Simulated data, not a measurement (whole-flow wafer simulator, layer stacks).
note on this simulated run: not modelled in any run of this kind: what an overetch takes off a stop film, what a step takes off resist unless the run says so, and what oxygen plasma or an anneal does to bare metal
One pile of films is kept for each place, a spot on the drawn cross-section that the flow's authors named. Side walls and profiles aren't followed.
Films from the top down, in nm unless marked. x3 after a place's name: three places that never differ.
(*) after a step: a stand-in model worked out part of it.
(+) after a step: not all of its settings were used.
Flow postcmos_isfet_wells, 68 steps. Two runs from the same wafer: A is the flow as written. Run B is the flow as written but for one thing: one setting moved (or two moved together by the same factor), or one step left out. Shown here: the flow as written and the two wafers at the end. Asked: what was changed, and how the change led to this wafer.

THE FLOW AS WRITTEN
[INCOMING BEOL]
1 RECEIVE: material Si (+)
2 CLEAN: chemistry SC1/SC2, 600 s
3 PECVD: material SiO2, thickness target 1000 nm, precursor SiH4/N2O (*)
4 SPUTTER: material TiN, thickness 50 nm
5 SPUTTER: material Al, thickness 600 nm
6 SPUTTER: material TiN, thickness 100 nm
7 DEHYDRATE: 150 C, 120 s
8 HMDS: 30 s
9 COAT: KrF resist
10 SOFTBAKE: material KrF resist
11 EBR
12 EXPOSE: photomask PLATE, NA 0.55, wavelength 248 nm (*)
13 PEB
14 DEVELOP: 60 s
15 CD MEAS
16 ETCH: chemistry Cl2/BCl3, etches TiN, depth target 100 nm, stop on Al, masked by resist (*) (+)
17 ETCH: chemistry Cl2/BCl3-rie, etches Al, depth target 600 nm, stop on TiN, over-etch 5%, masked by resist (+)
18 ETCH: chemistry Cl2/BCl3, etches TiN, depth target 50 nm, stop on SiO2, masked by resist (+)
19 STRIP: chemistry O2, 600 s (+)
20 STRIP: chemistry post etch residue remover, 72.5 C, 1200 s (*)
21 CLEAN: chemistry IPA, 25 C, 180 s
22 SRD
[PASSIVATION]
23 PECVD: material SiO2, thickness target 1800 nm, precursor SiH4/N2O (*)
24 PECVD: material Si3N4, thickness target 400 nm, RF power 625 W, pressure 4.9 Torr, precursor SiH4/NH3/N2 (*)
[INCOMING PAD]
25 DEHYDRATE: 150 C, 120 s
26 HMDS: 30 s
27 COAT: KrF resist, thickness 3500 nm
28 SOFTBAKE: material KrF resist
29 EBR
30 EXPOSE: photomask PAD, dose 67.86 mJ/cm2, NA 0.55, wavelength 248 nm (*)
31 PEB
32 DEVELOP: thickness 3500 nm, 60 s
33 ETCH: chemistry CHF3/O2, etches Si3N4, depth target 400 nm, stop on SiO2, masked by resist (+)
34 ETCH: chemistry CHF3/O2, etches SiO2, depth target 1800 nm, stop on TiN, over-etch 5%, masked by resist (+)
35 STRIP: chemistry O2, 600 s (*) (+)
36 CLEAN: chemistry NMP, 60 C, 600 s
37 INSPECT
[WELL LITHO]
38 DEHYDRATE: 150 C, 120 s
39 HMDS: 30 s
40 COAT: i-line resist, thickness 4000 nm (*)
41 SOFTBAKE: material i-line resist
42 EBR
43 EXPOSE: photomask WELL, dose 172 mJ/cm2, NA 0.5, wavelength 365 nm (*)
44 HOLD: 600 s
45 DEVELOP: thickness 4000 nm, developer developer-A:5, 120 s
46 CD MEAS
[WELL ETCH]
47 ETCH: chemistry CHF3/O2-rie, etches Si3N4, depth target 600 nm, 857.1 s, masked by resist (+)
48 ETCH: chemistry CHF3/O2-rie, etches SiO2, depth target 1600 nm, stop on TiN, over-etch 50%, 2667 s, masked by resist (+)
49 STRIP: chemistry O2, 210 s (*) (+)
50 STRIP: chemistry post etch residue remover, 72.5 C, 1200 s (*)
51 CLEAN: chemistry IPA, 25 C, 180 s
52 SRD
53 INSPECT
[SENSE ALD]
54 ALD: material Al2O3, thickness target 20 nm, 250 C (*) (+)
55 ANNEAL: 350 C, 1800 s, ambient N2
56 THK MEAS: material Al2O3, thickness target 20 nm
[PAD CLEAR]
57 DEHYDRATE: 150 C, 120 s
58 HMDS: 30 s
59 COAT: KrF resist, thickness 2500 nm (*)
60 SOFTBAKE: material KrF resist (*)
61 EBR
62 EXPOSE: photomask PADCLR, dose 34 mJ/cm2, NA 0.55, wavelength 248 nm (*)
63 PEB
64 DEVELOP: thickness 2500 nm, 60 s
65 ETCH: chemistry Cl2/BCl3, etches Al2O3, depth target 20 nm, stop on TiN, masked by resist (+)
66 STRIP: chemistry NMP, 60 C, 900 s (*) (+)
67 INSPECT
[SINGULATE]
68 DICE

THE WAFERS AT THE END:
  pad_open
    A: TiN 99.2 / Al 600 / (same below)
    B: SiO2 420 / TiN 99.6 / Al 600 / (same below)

The cause: step 33, ETCH: chemistry CHF3/O2, etches Si3N4, depth target 400 nm, stop on SiO2, masked by resist (+), was left out.

How the change led to this, step by step:
  34 ETCH: chemistry CHF3/O2, etches SiO2, depth target 1800 nm, stop on TiN, over-etch 5%, masked by resist (+)
      pad_open: A SiO2 -1800 (all of it) | B Si3N4 -400 (all of it), SiO2 -1380
  35 STRIP: chemistry O2, 600 s (*) (+)
      field, margin, well900, well1300, well2000, well3000, pad_rim, pad_clr: A KrF resist -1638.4 (all of it) | B KrF resist -1986.3 (all of it)
  40 COAT: i-line resist, thickness 4000 nm (*)
      pad_clr: A i-line resist +3256.8 (new film) | B i-line resist +3389.4 (new film)
      pad_open: A i-line resist +4804.7 (new film) | B i-line resist +4653.4 (new film)
  41 SOFTBAKE: material i-line resist
      pad_clr: A i-line resist -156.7 | B i-line resist -116.2
      pad_open: A i-line resist +115.3 | B i-line resist +96.2
  49 STRIP: chemistry O2, 210 s (*) (+)
      pad_clr: A i-line resist -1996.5 (all of it) | B i-line resist -2169.6 (all of it)
      pad_open: A i-line resist -3816.3 (all of it) | B i-line resist -3645.9 (all of it)
  59 COAT: KrF resist, thickness 2500 nm (*)
      pad_rim: A KrF resist +1976.4 (new film) | B KrF resist +2072.2 (new film)
      pad_clr: A KrF resist +1691.6 (new film) | B KrF resist +1833.8 (new film)
      (and at 1 more place)
  60 SOFTBAKE: material KrF resist (*)
      pad_clr: A KrF resist -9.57 | B KrF resist -7.72
  64 DEVELOP: thickness 2500 nm, 60 s
      pad_clr: A KrF resist -1682 (all of it) | B KrF resist -1826 (all of it)
      pad_open: A KrF resist -3067.2 (all of it) | B KrF resist -2961.2 (all of it)
  66 STRIP: chemistry NMP, 60 C, 900 s (*) (+)
      pad_rim: A KrF resist -1937.7 (all of it) | B KrF resist -2033.1 (all of it)
